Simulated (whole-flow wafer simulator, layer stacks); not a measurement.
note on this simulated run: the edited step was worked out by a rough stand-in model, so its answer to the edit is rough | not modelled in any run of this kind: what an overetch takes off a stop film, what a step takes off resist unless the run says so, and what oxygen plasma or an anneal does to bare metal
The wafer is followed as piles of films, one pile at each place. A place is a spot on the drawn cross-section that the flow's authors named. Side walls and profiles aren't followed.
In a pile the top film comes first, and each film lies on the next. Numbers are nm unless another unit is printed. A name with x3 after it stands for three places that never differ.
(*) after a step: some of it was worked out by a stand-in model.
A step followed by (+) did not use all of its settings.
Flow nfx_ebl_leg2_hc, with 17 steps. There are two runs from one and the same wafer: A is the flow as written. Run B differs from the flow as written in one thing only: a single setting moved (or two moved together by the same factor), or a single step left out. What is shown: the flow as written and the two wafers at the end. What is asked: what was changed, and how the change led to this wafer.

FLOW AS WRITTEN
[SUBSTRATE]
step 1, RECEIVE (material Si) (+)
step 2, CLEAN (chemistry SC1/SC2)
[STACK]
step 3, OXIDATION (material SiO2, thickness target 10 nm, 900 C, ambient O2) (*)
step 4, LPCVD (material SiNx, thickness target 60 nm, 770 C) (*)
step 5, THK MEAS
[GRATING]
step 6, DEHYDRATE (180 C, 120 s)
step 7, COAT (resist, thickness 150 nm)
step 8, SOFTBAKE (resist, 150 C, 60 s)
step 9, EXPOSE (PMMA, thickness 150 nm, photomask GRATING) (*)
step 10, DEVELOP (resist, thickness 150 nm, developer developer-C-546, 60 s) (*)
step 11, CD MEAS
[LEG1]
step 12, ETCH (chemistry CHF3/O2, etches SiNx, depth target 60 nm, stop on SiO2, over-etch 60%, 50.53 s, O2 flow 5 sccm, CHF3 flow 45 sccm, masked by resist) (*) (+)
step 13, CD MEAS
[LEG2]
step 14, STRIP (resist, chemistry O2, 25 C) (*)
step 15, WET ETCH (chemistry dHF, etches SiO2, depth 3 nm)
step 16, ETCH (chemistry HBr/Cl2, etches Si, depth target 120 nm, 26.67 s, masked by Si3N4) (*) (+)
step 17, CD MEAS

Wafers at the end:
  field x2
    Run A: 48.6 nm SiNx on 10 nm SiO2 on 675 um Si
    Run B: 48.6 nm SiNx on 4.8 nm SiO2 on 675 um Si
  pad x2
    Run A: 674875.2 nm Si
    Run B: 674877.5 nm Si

Cause: step 3, OXIDATION: thickness target 4.8 nm was run, though the flow has thickness target 10 nm.
The wafer lets one read it off: field x2 has SiO2 4.8, and step 3 as written asks for 10 nm.

How this came from the change, step by step:
  step 3, OXIDATION (material SiO2, thickness target 10 nm, 900 C, ambient O2) (*)
      field x2, pad x2: A SiO2 gains 10 (new film), chemical SiO2 loses 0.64 (all of it), Si loses 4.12 | B SiO2 gains 4.8 (new film), chemical SiO2 loses 0.64 (all of it), Si loses 1.83
  step 12, ETCH (chemistry CHF3/O2, etches SiNx, depth target 60 nm, stop on SiO2, over-etch 60%, 50.53 s, O2 flow 5 sccm, CHF3 flow 45 sccm, masked by resist) (*) (+)
      pad x2: A SiNx loses 60 (all of it), SiO2 loses 10 (all of it) | B SiNx loses 60 (all of it), SiO2 loses 4.8 (all of it)
